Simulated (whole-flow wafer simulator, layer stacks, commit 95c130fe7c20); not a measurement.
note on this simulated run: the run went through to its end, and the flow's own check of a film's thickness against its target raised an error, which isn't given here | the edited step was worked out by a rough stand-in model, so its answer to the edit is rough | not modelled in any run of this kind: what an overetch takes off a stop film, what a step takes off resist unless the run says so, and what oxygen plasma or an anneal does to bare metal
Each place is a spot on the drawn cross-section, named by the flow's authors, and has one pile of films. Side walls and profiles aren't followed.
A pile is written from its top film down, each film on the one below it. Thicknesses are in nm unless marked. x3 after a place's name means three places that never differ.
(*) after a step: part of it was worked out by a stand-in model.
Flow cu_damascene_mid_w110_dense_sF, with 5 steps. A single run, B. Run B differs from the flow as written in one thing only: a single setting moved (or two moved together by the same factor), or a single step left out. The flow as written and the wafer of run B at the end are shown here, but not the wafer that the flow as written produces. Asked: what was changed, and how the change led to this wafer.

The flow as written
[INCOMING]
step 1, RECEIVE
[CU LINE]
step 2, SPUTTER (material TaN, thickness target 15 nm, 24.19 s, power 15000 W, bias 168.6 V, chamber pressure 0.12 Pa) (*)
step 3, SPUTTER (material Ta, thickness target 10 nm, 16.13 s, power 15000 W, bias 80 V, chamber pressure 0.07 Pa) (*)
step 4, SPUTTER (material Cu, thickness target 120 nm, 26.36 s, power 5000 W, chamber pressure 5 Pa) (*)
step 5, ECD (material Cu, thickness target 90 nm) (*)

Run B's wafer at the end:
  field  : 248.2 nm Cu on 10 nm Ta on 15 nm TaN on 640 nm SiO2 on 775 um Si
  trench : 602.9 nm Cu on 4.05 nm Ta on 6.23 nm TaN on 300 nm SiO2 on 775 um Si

The reason: step 5, ECD: thickness target 128.2 nm was run, while the flow as written has thickness target 90 nm.

How this came from the change, step by step:
  step 5, ECD (material Cu, thickness target 90 nm) (*)
      field: Cu gains 128.2 (it would be, as written: Cu gains 90)
      trench: Cu gains 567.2 (it would be, as written: Cu gains 529)
